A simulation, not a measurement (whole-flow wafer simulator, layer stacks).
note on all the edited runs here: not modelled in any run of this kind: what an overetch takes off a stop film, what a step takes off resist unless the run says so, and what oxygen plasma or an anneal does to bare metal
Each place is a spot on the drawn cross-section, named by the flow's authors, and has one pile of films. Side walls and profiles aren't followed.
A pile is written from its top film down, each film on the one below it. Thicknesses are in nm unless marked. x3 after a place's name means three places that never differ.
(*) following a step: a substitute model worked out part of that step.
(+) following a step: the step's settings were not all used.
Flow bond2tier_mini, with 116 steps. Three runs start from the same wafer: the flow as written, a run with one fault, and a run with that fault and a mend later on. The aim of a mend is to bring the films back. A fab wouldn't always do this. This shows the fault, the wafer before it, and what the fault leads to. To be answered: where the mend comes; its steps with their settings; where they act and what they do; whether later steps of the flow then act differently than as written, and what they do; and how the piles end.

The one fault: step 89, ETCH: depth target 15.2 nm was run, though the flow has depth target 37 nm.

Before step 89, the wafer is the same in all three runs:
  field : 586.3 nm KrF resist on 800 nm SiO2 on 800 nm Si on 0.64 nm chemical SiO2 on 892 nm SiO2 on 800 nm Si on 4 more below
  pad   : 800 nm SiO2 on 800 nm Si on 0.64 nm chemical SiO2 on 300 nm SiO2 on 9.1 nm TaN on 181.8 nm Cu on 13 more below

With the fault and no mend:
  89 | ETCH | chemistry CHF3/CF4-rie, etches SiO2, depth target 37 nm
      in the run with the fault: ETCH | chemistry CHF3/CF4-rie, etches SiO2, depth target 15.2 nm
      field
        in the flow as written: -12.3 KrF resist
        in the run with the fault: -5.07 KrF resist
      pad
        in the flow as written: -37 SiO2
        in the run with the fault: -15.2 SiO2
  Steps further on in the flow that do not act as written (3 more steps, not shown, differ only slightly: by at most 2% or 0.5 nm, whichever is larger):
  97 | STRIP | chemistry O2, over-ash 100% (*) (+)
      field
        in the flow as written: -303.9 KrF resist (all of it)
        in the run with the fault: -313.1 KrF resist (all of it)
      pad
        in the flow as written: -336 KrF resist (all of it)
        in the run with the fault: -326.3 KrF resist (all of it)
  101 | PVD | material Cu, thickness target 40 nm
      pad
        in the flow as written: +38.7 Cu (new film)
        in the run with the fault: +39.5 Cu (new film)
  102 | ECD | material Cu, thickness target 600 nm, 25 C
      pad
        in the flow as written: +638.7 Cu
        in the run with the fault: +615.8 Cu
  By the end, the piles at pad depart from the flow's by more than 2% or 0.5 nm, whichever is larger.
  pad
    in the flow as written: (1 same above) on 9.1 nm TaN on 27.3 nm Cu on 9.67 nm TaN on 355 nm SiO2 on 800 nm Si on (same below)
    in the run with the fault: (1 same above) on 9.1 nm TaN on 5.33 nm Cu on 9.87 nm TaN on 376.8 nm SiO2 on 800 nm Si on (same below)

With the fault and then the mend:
  After step 89 comes the mend.
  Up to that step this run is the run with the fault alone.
  89a | ETCH | chemistry CHF3/CF4-rie, etches SiO2, depth target 21.8 nm (the flow's step 89, run once more with other settings)
      field
        -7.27 KrF resist
      pad
        -21.8 SiO2
  Every later step of the flow that is run acts as written at every place that is followed.
  By the end, the piles equal the flow's at every place that both follow.
